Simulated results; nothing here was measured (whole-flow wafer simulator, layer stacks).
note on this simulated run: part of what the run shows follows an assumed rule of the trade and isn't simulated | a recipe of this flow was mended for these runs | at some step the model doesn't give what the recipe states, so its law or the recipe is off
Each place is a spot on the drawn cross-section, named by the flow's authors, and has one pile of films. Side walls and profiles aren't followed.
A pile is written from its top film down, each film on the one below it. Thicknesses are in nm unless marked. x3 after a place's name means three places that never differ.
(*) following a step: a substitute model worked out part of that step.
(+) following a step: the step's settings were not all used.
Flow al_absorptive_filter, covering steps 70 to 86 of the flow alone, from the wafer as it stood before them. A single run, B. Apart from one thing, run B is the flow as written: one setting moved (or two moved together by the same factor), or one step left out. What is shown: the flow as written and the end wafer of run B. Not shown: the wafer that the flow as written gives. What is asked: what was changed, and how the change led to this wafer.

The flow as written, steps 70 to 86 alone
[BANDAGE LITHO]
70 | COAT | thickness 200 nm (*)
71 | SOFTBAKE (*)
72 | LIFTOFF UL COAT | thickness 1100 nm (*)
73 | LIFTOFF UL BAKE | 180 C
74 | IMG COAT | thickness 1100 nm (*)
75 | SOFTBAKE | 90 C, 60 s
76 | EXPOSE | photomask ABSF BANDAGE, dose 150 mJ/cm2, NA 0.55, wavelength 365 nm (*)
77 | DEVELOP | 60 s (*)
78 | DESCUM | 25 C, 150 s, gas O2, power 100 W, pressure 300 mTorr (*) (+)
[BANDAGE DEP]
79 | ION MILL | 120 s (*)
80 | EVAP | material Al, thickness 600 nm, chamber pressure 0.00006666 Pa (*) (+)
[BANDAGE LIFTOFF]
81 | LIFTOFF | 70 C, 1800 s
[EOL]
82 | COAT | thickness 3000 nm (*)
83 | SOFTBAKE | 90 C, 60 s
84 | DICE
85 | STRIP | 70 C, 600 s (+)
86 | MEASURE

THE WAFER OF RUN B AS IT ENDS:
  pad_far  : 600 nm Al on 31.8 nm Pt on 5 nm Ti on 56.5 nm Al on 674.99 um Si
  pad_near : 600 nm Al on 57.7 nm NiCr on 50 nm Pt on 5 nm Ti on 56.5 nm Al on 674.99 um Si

The reason: step 79, ION MILL: 149 s was run, whereas the flow has 120 s.

The path from the change to this, step by step:
  79 | ION MILL | 120 s (*)
      gnd, ledge, res and 9 more: -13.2 i-line-resist (as written it would have been: -10.7 i-line-resist)
      pad_far: -18.2 Pt (as written it would have been: -14.7 Pt)
      (also at 1 further place)
